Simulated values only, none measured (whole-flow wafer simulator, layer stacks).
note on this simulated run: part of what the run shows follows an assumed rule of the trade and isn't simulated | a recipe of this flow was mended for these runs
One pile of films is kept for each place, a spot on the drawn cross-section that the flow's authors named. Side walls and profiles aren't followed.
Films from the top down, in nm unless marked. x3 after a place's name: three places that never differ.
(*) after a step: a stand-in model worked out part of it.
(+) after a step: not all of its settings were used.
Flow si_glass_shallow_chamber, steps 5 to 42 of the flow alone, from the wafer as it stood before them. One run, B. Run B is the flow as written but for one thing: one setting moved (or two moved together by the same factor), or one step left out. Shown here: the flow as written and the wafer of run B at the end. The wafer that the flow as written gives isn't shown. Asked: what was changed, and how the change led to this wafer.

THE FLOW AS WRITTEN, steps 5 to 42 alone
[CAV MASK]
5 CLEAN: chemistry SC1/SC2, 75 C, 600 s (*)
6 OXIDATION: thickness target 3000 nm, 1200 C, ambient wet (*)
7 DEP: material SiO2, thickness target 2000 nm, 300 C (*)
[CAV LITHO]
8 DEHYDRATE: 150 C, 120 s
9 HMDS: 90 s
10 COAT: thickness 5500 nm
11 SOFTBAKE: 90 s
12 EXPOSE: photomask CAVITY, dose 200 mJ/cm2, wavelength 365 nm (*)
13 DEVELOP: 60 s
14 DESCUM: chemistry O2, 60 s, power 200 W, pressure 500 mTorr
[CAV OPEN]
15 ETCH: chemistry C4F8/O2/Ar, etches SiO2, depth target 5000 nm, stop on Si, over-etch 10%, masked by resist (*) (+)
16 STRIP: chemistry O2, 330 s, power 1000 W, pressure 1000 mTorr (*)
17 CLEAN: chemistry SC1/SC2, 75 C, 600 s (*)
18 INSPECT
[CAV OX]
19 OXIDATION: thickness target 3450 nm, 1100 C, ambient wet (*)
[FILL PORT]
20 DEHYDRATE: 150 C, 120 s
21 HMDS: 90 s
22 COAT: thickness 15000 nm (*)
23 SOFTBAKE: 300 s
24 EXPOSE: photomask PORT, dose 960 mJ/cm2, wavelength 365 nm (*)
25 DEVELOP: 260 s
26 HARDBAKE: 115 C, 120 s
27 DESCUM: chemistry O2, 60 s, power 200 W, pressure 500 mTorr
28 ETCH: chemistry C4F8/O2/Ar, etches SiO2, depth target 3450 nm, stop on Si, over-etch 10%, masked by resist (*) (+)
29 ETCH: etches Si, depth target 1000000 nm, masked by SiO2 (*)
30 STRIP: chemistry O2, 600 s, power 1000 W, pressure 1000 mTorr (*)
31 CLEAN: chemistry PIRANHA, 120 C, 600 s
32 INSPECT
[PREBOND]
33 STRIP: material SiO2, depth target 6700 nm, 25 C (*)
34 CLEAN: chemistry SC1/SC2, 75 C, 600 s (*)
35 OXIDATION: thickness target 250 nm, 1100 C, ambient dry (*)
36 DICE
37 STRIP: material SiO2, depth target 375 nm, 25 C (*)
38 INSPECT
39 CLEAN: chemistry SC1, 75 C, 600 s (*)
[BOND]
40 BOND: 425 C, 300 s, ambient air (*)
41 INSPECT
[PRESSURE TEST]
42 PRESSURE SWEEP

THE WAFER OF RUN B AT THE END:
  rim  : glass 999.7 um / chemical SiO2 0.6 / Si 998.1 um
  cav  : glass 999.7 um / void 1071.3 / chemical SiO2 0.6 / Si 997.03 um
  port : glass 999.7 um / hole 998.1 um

The cause: step 7, DEP: thickness target 2480 nm was run, where the flow has thickness target 2000 nm.

How the change led to this, step by step:
  7 DEP: material SiO2, thickness target 2000 nm, 300 C (*)
      rim, ramp, cav, port, septum, ring: SiO2 +2480 (as written it would be: SiO2 +2000)
  15 ETCH: chemistry C4F8/O2/Ar, etches SiO2, depth target 5000 nm, stop on Si, over-etch 10%, masked by resist (*) (+)
      cav, port: SiO2 -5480 (all of it), Si -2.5 (as written it would be: SiO2 -5000 (all of it), Si -62.5)
  19 OXIDATION: thickness target 3450 nm, 1100 C, ambient wet (*)
      rim, ramp, septum, ring: SiO2 +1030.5, Si -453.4 (as written it would be: SiO2 +1110.9, Si -488.8)
  22 COAT: thickness 15000 nm (*)
      rim: thick-i-line-resist +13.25 um (new film) (as written it would be: thick-i-line-resist +13.4 um (new film))
      ramp: thick-i-line-resist +12.69 um (new film) (as written it would be: thick-i-line-resist +12.89 um (new film))
      (and at 4 more places)
  23 SOFTBAKE: 300 s
      rim: thick-i-line-resist -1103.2 (as written it would be: thick-i-line-resist -997)
      ramp: thick-i-line-resist -543.7 (as written it would be: thick-i-line-resist -487.1)
      (and at 4 more places)
  25 DEVELOP: 260 s
      port: thick-i-line-resist -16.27 um (all of it) (as written it would be: thick-i-line-resist -16.16 um (all of it))
  26 HARDBAKE: 115 C, 120 s
      rim, ramp: thick-i-line-resist -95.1 (as written it would be: thick-i-line-resist -98.2)
  29 ETCH: etches Si, depth target 1000000 nm, masked by SiO2 (*)
      rim, ramp: thick-i-line-resist -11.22 um (all of it), SiO2 -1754 (as written it would be: thick-i-line-resist -11.47 um (all of it), SiO2 -1617.3)
      port: hole +997.11 um (new film), Si -997.11 um (all of it) (as written it would be: hole +997.05 um (new film), Si -997.05 um (all of it))
      (and at 2 more places)
  30 STRIP: chemistry O2, 600 s, power 1000 W, pressure 1000 mTorr (*)
      cav: thick-i-line-resist -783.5 (all of it) (as written it would be: thick-i-line-resist -669.6 (all of it))
  33 STRIP: material SiO2, depth target 6700 nm, 25 C (*)
      rim, ramp: SiO2 -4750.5 (all of it) (as written it would be: SiO2 -4487.5 (all of it))
      septum: SiO2 -6120.1 (all of it) (as written it would be: SiO2 -5732.1 (all of it))
      (and at 1 more place)
  40 BOND: 425 C, 300 s, ambient air (*)
      cav: glass +999.7 um (new film), void +1071.3 (new film) (as written it would be: glass +999.7 um (new film), void +1095.9 (new film))
      port: glass +999.7 um (new film), hole +992.6 (as written it would be: glass +999.7 um (new film), hole +1017.3)
